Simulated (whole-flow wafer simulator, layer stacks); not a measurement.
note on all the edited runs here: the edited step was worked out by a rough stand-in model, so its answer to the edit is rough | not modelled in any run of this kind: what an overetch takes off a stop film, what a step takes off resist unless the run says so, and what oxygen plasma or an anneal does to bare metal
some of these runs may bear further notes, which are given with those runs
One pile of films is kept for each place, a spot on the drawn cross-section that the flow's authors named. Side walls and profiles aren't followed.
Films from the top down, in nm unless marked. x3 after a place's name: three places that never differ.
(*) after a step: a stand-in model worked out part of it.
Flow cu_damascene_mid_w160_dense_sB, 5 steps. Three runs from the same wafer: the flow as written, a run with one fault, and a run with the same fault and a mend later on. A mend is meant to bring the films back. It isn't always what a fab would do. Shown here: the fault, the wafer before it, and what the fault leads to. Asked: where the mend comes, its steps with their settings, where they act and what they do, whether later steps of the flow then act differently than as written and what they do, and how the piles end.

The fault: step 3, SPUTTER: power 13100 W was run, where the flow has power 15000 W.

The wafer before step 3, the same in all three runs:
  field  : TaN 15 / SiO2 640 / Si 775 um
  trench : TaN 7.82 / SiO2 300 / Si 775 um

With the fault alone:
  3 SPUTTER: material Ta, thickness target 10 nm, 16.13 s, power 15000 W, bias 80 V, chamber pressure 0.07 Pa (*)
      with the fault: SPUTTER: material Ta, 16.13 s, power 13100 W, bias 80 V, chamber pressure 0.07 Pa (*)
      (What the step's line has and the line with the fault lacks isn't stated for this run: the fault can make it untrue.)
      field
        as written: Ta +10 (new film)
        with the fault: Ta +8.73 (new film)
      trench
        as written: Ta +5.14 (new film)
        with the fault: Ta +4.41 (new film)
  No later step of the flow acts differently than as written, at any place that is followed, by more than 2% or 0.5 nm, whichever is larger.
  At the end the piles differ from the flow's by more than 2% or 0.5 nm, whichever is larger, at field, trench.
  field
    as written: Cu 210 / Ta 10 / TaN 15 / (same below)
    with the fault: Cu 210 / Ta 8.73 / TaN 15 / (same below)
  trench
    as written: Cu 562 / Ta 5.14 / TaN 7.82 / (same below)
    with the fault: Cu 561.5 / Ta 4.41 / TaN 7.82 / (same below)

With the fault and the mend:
  The mend comes after step 3.
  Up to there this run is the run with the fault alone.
  3a SPUTTER: material Ta, thickness target 1.298 nm, 2.094 s, power 15000 W, bias 80 V, chamber pressure 0.07 Pa (*) (the flow's step 3 once more, with other settings)
      field
        Ta +1.3
      trench
        Ta +0.65
  No later step of the flow acts differently than as written, at any place that is followed, by more than 2% or 0.5 nm, whichever is larger.
  At the end the piles differ from the flow's only slightly at the places that both follow, by at most 2% or 0.5 nm, whichever is larger.
